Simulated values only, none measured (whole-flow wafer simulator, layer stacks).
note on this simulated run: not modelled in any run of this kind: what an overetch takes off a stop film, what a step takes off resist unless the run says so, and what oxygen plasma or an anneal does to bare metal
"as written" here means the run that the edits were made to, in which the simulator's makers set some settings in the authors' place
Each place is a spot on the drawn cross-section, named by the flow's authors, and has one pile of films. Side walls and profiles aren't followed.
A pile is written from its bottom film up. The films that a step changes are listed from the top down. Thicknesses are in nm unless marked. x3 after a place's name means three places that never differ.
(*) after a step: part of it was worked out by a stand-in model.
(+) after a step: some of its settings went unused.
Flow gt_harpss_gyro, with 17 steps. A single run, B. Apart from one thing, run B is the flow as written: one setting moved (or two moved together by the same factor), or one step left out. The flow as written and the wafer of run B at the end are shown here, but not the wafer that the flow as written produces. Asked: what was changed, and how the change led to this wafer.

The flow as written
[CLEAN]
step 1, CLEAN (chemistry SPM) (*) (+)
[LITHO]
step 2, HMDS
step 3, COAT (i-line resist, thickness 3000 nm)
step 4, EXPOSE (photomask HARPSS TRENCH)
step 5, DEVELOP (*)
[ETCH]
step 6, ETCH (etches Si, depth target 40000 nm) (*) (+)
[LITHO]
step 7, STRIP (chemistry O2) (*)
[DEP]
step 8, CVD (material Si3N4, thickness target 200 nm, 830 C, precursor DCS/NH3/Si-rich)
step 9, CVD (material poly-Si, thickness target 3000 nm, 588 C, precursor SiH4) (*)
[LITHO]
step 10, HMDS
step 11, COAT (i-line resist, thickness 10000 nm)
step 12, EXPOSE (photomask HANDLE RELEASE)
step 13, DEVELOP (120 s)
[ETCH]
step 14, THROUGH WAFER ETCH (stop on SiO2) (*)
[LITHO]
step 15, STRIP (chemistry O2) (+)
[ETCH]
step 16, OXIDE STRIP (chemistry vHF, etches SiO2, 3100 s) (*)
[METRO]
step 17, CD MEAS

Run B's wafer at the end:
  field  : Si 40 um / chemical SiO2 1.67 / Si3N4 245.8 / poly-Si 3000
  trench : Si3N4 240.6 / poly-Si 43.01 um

What caused this: step 8, CVD: thickness target 245.8 nm was run, though the flow has thickness target 200 nm.
The wafer lets one read it off: field has Si3N4 245.8, and step 8 as written asks for 200 nm.

How this came from the change, step by step:
  step 8, CVD (material Si3N4, thickness target 200 nm, 830 C, precursor DCS/NH3/Si-rich)
      field: Si3N4 gains 245.8 (new film) (in the flow as written it would be: Si3N4 gains 200 (new film))
      trench: Si3N4 gains 240.6 (new film) (in the flow as written it would be: Si3N4 gains 195.9 (new film))
